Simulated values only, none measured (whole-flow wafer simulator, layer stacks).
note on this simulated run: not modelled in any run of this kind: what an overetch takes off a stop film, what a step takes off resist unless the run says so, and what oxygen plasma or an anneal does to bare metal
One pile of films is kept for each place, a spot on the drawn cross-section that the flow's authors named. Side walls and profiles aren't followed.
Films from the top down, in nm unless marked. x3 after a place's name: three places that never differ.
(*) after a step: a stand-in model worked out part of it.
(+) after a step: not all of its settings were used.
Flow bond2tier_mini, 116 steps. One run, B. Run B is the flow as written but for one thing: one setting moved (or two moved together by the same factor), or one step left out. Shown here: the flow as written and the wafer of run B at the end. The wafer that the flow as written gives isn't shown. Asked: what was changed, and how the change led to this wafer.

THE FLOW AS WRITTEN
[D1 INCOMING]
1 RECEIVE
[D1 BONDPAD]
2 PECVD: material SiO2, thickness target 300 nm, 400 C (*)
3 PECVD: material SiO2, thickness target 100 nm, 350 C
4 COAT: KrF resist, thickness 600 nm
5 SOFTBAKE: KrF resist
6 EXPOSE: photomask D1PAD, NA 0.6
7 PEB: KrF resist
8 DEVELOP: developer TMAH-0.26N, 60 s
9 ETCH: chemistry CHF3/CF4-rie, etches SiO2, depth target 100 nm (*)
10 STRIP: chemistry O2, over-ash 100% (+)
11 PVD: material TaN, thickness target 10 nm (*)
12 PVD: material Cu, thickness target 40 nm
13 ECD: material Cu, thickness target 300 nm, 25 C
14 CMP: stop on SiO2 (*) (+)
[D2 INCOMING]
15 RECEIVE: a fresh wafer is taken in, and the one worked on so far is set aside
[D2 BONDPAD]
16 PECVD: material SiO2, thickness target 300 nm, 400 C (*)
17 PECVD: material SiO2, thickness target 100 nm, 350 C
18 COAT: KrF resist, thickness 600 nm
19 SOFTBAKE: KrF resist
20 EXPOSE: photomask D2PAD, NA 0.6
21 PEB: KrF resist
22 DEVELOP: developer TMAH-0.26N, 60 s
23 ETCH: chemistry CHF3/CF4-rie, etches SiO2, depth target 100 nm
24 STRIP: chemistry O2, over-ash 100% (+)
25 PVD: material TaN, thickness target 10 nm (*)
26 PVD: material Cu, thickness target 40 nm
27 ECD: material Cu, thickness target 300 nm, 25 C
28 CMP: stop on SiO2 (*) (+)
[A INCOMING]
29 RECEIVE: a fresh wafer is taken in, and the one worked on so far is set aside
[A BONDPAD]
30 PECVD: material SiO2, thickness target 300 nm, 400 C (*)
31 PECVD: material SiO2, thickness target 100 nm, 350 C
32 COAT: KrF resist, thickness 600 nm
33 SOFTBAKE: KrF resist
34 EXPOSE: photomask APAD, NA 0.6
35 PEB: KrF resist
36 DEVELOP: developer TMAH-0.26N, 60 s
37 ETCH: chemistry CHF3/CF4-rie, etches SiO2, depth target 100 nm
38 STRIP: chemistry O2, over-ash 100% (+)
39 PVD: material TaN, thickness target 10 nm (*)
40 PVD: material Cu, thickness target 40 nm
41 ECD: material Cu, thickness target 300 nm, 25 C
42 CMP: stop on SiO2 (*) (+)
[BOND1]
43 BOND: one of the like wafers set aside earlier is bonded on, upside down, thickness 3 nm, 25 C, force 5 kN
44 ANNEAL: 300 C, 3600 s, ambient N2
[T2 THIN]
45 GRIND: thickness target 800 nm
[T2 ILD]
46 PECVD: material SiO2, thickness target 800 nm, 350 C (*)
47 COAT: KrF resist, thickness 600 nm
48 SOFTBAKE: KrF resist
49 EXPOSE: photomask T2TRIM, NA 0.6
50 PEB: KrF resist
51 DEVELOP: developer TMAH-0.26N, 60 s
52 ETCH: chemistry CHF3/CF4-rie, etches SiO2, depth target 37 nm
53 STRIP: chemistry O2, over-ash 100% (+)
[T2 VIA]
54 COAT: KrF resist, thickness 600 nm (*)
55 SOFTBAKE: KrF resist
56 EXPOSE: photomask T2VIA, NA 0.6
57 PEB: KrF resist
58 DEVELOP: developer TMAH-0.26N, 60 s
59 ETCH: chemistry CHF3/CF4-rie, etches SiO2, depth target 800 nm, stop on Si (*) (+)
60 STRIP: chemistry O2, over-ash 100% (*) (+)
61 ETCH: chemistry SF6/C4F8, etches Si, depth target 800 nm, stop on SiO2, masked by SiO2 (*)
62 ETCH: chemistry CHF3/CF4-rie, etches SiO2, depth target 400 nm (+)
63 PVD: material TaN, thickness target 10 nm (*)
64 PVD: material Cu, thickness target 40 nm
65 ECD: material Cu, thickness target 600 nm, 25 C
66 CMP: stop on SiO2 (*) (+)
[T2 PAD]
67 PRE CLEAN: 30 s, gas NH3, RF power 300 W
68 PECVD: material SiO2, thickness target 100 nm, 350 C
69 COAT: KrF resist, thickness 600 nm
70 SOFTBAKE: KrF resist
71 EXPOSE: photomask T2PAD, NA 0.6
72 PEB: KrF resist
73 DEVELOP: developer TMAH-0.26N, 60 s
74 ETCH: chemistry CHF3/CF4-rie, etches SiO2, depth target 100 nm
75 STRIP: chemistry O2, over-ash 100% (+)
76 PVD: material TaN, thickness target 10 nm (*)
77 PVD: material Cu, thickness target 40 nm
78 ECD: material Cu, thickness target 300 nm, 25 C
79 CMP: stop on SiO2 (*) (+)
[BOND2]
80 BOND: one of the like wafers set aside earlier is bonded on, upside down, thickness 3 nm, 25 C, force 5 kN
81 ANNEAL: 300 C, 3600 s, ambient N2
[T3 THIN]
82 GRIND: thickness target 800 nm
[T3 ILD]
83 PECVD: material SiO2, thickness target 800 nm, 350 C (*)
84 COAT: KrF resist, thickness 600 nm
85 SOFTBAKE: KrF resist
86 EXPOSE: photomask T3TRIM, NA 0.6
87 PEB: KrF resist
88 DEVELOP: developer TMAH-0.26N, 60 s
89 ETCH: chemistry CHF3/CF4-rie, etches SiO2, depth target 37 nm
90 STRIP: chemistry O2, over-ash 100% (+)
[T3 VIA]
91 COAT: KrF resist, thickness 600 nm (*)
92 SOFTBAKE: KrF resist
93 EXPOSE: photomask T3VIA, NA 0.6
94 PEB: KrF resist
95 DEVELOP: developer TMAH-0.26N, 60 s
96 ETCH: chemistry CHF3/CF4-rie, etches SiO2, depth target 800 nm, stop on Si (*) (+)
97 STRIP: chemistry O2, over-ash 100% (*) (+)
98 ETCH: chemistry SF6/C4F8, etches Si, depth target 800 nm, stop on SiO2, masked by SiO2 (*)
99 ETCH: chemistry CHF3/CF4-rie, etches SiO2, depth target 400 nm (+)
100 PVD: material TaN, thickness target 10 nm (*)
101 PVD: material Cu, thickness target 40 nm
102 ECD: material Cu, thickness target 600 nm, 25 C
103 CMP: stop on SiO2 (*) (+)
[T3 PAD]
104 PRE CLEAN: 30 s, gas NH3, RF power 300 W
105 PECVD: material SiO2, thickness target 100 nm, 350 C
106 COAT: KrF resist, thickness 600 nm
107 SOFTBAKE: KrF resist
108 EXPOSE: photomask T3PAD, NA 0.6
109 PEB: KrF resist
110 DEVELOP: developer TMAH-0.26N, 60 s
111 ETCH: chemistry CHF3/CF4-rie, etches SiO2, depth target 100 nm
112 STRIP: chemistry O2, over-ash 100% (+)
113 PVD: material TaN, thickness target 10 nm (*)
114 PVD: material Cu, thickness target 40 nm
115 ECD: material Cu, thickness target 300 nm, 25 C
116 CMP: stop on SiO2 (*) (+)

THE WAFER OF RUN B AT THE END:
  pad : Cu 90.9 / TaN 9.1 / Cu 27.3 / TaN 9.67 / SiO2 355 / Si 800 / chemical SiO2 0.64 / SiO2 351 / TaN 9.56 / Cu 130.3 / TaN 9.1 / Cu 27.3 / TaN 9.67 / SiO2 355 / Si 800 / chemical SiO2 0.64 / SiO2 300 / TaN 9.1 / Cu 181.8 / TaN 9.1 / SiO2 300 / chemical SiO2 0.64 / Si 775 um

The cause: step 23, ETCH: depth target 49 nm was run, where the flow has depth target 100 nm.

How the change led to this, step by step:
  23 ETCH: chemistry CHF3/CF4-rie, etches SiO2, depth target 100 nm
      pad, via: SiO2 -49 (as written it would be: SiO2 -100)
      field: KrF resist -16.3 (as written it would be: KrF resist -33.3)
  24 STRIP: chemistry O2, over-ash 100% (+)
      field: KrF resist -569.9 (all of it) (as written it would be: KrF resist -552.9 (all of it))
  26 PVD: material Cu, thickness target 40 nm
      pad: Cu +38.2 (new film) (as written it would be: Cu +36.4 (new film))
  27 ECD: material Cu, thickness target 300 nm, 25 C
      pad: Cu +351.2 (as written it would be: Cu +404.5)
      via: Cu +349 (as written it would be: Cu +400.2)
  80 BOND: one of the like wafers set aside earlier is bonded on, upside down, thickness 3 nm, 25 C, force 5 kN
      pad: Si +775 um (new film), chemical SiO2 +0.64 (new film), SiO2 +351 (new film), TaN +9.56 (new film), Cu +39.4 (as written it would be: Si +775 um (new film), chemical SiO2 +0.64 (new film), SiO2 +300 (new film), TaN +9.1 (new film), Cu +90.9)
